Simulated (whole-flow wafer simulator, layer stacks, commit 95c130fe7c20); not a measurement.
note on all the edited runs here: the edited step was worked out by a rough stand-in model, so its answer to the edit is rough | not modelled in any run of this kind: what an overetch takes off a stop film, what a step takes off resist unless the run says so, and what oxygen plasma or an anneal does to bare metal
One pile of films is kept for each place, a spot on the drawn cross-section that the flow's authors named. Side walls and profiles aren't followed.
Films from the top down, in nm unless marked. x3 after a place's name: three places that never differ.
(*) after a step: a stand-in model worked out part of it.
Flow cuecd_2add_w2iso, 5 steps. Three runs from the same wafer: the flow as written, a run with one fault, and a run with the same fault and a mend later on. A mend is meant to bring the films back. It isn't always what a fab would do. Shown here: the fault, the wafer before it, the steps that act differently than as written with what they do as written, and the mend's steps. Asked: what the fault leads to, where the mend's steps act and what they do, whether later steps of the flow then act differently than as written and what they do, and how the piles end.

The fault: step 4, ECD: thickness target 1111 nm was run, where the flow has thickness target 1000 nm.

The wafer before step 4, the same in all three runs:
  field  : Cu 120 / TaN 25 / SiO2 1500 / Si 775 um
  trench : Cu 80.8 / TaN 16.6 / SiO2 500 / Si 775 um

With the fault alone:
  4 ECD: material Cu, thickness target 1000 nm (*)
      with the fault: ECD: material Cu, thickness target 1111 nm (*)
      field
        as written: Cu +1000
        with the fault: Cu +1111
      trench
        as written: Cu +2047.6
        with the fault: Cu +2158.6
  No later step of the flow acts differently than as written at any place that is followed.
  At the end the piles differ from the flow's by more than 2% or 0.5 nm, whichever is larger, at field, trench.
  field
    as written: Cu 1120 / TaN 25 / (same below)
    with the fault: Cu 1231 / TaN 25 / (same below)
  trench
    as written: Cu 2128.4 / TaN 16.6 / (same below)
    with the fault: Cu 2239.4 / TaN 16.6 / (same below)

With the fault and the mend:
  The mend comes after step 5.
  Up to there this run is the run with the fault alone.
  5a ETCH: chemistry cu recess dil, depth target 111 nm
      field, trench
        Cu -111
  No later step of the flow acts differently than as written at any place that is followed.
  At the end the piles are the same as the flow's at every place that both follow.
